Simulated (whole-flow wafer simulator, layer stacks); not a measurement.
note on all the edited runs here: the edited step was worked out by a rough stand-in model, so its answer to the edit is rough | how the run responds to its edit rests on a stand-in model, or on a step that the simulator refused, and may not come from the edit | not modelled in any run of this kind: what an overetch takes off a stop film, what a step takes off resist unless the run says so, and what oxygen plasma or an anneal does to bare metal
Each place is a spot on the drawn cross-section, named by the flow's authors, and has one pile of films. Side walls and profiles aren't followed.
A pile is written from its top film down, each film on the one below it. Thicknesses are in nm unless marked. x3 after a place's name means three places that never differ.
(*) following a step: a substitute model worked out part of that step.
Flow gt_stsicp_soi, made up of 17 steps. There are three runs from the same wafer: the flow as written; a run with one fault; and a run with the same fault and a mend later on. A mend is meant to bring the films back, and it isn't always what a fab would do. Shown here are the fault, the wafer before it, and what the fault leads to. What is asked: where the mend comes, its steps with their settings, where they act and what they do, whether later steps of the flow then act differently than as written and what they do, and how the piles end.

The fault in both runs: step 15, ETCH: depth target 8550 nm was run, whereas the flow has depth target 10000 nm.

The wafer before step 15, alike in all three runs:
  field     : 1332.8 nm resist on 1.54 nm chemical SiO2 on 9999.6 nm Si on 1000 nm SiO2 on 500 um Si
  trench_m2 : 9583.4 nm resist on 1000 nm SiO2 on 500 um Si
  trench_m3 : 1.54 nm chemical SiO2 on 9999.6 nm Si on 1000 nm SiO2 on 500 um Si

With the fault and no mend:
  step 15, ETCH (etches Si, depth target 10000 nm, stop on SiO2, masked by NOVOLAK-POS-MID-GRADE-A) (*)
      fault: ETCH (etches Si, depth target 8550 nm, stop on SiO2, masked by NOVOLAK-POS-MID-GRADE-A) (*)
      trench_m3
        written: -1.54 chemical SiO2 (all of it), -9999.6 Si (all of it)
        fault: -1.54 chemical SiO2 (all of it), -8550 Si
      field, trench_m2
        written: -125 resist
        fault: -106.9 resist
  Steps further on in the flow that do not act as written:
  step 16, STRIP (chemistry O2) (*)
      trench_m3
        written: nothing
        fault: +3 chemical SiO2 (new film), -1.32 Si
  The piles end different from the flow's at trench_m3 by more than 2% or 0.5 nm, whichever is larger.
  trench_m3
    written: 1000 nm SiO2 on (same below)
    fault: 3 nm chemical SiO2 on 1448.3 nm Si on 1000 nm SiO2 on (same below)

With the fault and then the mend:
  The mend follows step 15.
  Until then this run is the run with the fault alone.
  step 15a, ETCH (etches Si, depth target 1450 nm, stop on SiO2, masked by NOVOLAK-POS-MID-GRADE-A) (*) (the flow's step 15 again, with other settings)
      field, trench_m2
        -18.1 resist
      trench_m3
        -1449.6 Si (all of it)
  None of the later steps of the flow acts differently than as written at any place that is followed.
  By the end, the piles equal the flow's at every place that both follow.
